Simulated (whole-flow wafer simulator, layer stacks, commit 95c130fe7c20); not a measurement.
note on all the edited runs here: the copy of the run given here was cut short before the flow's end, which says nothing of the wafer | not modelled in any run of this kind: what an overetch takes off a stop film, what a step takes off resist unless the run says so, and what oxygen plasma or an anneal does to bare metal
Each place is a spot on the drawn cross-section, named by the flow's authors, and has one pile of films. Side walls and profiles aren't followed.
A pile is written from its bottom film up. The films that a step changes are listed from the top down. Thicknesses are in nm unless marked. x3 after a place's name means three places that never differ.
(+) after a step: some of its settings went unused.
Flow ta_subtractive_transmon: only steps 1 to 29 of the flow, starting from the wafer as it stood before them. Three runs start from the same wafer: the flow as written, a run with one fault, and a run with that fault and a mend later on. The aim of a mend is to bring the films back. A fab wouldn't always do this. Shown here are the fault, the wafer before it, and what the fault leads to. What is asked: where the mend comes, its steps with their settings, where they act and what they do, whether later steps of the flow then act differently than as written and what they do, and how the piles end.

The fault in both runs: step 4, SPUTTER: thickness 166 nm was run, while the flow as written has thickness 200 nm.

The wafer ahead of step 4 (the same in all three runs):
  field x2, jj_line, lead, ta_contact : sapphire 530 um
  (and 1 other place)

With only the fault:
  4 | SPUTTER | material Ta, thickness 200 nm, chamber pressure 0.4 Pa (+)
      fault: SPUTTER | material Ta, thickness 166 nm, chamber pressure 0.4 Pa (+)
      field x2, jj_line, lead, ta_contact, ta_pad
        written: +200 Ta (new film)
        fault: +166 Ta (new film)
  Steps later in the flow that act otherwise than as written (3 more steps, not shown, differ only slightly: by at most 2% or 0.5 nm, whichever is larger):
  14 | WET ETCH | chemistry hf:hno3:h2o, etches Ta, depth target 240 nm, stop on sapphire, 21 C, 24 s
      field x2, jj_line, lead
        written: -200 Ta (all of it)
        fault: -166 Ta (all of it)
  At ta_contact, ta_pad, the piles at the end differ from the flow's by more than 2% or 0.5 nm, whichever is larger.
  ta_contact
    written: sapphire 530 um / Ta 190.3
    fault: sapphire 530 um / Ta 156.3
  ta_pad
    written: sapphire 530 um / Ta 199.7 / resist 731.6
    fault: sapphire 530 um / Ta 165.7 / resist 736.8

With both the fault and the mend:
  The mend follows step 5.
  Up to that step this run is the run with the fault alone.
  5a | WET ETCH | chemistry hf:hno3:h2o, etches Ta, depth target 190.8 nm, stop on sapphire, 21 C, 19.08 s
      field x2, jj_line, lead, ta_contact, ta_pad
        -166 Ta (all of it)
  5b | SPUTTER | material Ta, thickness 200 nm, chamber pressure 0.4 Pa (+) (the flow's step 4, run once more)
      field x2, jj_line, lead, ta_contact, ta_pad
        +200 Ta (new film)
  Later steps of the flow that are run all act as written at every place that is followed.
  At every place that both follow, the piles at the end match the flow's.
